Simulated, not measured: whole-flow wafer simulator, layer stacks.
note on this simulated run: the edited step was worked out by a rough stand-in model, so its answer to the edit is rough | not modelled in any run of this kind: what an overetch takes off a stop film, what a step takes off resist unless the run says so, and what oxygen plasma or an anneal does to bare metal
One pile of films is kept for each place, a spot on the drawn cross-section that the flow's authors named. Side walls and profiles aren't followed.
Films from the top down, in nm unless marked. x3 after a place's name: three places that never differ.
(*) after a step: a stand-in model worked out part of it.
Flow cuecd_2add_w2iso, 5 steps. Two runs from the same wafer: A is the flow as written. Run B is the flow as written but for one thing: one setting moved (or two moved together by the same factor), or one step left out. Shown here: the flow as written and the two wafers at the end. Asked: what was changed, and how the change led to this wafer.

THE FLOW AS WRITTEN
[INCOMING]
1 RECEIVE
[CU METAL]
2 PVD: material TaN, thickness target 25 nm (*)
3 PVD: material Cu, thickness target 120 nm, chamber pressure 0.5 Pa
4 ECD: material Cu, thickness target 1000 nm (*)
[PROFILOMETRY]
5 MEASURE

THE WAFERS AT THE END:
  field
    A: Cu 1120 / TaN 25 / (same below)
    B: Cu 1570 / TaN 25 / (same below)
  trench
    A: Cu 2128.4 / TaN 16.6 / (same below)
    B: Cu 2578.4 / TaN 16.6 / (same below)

The cause: step 4, ECD: thickness target 1450 nm was run, where the flow has thickness target 1000 nm.

How the change led to this, step by step:
  4 ECD: material Cu, thickness target 1000 nm (*)
      field: A Cu +1000 | B Cu +1450
      trench: A Cu +2047.6 | B Cu +2497.6
